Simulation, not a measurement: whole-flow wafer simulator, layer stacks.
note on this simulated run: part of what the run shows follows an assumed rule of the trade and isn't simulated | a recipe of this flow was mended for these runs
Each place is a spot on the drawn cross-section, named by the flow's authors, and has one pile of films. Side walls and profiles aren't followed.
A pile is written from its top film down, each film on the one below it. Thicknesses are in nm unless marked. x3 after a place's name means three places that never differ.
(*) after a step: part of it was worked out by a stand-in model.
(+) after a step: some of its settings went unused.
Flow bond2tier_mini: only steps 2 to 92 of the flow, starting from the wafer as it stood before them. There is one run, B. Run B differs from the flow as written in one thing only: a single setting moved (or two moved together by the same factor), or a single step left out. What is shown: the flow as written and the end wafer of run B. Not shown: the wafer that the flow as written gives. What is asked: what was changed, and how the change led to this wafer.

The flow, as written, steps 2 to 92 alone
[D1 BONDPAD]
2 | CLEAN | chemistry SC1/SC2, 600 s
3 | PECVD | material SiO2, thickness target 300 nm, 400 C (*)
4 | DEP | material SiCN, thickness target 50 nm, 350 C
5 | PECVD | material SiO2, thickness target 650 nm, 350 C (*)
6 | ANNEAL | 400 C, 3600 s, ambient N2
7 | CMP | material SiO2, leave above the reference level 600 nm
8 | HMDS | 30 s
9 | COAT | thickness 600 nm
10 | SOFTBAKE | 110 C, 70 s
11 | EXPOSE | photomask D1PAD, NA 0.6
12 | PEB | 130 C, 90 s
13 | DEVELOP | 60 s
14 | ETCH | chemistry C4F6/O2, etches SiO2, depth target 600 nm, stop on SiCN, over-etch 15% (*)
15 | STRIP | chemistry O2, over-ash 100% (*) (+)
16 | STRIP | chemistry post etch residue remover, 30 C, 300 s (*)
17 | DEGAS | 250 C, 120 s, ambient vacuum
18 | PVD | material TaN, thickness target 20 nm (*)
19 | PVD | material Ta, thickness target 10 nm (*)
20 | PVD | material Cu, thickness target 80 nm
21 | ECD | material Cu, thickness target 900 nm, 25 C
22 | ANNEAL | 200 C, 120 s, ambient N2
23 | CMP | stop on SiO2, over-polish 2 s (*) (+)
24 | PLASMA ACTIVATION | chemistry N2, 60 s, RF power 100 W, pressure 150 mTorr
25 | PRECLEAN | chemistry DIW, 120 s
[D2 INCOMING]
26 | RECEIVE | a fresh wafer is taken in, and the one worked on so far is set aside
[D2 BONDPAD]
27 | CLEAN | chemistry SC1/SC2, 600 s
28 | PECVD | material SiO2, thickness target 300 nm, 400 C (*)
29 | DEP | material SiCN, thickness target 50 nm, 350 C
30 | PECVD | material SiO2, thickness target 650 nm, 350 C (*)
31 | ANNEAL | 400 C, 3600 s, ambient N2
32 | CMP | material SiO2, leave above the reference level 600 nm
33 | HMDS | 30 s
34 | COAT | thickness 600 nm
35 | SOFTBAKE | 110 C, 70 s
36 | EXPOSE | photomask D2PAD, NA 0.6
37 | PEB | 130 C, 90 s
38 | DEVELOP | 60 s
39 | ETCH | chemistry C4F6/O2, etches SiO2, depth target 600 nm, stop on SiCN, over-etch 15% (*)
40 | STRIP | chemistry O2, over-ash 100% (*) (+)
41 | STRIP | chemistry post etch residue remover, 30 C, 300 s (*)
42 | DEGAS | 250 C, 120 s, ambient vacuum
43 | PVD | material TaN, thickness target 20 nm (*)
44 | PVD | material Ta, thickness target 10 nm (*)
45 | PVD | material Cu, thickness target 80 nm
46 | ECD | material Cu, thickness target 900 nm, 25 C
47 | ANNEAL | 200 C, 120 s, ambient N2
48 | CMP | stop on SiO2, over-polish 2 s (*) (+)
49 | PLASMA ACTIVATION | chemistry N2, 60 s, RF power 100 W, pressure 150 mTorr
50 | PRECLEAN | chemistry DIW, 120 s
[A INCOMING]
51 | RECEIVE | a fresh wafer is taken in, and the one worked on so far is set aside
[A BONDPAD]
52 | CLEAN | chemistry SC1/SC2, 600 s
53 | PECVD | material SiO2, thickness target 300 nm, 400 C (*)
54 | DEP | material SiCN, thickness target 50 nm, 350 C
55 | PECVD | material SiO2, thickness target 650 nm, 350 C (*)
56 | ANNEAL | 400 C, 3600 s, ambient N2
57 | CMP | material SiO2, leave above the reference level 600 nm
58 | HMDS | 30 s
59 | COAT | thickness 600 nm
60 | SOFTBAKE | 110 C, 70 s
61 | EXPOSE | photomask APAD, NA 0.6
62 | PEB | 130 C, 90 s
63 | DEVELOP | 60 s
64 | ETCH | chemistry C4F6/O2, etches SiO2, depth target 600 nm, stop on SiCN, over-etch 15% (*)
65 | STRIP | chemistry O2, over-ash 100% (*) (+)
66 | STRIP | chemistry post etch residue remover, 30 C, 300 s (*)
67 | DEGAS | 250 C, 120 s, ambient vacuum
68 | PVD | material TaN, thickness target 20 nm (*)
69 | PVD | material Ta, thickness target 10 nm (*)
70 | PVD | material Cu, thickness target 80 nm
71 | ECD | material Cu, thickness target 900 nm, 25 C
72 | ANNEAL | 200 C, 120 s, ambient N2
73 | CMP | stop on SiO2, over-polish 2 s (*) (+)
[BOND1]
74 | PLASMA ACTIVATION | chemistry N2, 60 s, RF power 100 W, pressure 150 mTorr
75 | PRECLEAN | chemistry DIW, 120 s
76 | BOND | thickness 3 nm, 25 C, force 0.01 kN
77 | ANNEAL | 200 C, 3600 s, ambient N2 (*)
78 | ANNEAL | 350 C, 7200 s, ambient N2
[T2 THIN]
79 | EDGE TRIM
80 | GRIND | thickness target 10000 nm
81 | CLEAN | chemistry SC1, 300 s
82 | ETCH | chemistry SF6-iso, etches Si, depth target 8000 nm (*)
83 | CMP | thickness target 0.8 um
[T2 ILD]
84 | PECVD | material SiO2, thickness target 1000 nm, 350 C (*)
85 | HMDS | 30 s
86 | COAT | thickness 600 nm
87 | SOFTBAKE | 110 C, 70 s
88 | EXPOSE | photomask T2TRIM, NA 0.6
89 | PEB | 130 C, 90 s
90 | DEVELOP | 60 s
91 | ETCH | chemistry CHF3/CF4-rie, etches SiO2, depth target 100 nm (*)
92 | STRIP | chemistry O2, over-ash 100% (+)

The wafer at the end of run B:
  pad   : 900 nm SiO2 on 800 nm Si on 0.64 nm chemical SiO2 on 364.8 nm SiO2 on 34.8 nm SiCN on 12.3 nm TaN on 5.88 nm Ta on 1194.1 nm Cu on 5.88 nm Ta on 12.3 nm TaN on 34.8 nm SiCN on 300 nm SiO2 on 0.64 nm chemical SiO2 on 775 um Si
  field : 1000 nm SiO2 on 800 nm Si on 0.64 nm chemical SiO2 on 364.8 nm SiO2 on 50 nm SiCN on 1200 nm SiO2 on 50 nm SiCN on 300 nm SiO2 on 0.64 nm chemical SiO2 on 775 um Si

What caused this: step 3, PECVD: thickness target 364.8 nm was run, whereas the flow has thickness target 300 nm.
The wafer lets one read it off: pad has SiO2 364.8, and step 3 as written asks for 300 nm.

Step by step, how the change led to this:
  3 | PECVD | material SiO2, thickness target 300 nm, 400 C (*)
      field, pad, via: +364.8 SiO2 (new film) (in the flow as written it would be: +300 SiO2 (new film))
  76 | BOND | thickness 3 nm, 25 C, force 0.01 kN
      field: +775 um Si (new film), +0.64 chemical SiO2 (new film), +364.8 SiO2 (new film), +50 SiCN (new film), +600 SiO2 (in the flow as written it would be: +775 um Si (new film), +0.64 chemical SiO2 (new film), +300 SiO2 (new film), +50 SiCN (new film), +600 SiO2)
      pad: +775 um Si (new film), +0.64 chemical SiO2 (new film), +364.8 SiO2 (new film), +34.8 SiCN (new film), +12.3 TaN (new film), +5.88 Ta (new film), +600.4 Cu (in the flow as written it would be: +775 um Si (new film), +0.64 chemical SiO2 (new film), +300 SiO2 (new film), +34.8 SiCN (new film), +12.3 TaN (new film), +5.88 Ta (new film), +600.4 Cu)
      (also at 1 further place)
